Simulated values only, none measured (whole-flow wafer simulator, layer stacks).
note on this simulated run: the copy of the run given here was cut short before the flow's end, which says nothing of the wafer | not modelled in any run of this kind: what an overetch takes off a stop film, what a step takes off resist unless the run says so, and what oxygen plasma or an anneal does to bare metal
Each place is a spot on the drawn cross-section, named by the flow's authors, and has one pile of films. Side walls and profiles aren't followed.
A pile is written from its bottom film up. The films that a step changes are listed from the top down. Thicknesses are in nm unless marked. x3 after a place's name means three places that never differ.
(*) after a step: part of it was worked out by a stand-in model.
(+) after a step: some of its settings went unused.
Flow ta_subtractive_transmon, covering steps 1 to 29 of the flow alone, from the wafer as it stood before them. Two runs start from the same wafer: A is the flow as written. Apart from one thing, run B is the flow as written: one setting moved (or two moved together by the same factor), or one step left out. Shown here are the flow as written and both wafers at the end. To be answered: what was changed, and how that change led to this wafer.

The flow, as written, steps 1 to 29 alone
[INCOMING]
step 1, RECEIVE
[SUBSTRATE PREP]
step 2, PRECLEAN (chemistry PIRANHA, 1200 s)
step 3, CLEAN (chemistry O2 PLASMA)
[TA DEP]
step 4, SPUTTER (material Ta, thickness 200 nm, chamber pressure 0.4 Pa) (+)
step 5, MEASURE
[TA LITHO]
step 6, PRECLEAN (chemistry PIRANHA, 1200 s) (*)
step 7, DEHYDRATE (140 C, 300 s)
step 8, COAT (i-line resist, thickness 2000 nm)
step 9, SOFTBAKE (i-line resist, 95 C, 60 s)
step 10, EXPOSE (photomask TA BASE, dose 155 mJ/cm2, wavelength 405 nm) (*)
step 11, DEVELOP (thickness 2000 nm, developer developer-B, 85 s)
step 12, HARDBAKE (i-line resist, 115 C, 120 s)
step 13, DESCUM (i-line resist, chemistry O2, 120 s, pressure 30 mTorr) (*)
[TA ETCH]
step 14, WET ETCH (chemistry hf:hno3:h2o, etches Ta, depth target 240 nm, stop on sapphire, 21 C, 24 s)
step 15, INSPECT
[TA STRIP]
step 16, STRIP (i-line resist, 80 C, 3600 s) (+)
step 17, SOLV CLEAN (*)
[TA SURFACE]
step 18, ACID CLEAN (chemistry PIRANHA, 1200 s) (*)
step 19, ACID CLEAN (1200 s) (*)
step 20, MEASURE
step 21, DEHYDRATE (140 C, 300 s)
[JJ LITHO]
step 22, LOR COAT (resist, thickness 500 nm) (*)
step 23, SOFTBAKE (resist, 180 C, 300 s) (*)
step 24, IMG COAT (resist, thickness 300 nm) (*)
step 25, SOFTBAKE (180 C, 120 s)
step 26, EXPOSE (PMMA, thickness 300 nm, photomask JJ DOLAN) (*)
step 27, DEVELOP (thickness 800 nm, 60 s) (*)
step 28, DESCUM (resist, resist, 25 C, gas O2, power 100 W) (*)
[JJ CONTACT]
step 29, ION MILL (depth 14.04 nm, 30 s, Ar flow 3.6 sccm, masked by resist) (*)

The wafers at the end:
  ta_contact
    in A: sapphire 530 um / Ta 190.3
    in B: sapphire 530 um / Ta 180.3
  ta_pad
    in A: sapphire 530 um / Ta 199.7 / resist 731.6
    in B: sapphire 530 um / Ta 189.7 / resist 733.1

Cause: step 4, SPUTTER: thickness 190 nm was run, though the flow has thickness 200 nm.

The path from the change to this, step by step:
  step 4, SPUTTER (material Ta, thickness 200 nm, chamber pressure 0.4 Pa) (+)
      field x2, jj_line, lead, ta_contact, ta_pad: A Ta gains 200 (new film) | B Ta gains 190 (new film)
  step 14, WET ETCH (chemistry hf:hno3:h2o, etches Ta, depth target 240 nm, stop on sapphire, 21 C, 24 s)
      field x2, jj_line, lead: A Ta loses 200 (all of it) | B Ta loses 190 (all of it)
